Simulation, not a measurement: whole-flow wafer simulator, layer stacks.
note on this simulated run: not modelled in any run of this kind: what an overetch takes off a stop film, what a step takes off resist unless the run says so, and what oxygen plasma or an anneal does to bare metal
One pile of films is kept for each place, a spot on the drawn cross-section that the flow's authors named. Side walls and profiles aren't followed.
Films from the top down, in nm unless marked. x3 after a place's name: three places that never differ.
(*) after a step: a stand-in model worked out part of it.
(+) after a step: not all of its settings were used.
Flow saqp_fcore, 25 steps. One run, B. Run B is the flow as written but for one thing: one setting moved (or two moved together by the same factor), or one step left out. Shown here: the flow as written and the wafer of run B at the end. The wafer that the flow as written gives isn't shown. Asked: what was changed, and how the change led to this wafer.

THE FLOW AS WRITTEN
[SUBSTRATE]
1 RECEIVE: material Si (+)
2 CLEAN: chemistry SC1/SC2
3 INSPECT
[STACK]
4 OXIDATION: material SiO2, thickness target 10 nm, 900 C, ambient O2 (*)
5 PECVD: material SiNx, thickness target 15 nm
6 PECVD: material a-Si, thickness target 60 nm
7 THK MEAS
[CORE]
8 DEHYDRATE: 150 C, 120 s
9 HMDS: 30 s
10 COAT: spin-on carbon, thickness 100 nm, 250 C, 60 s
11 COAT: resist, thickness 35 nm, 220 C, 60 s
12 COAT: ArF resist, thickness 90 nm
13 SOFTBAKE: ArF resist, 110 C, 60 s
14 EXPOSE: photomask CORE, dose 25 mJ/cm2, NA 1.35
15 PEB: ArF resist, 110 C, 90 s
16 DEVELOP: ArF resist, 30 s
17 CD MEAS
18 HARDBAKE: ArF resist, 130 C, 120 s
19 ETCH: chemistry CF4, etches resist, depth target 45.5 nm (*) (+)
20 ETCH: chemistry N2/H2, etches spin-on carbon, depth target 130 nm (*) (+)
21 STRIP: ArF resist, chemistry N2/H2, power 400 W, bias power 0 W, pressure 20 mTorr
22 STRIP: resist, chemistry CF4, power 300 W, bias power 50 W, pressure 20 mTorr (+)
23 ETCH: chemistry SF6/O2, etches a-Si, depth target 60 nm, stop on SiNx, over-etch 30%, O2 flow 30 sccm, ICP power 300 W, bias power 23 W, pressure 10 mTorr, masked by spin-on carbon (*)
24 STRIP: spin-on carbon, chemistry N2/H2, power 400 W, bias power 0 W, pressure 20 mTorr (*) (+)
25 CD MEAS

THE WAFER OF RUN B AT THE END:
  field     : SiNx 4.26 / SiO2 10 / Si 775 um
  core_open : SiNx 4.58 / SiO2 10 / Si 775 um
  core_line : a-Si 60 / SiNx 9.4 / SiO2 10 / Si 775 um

The cause: step 5, PECVD: thickness target 9.4 nm was run, where the flow has thickness target 15 nm.
It can be read off the wafer: core_line has SiNx 9.4, and step 5 as written asks for 15 nm.

How the change led to this, step by step:
  5 PECVD: material SiNx, thickness target 15 nm
      field, core_open, core_line: SiNx +9.4 (new film) (as written it would be: SiNx +15 (new film))
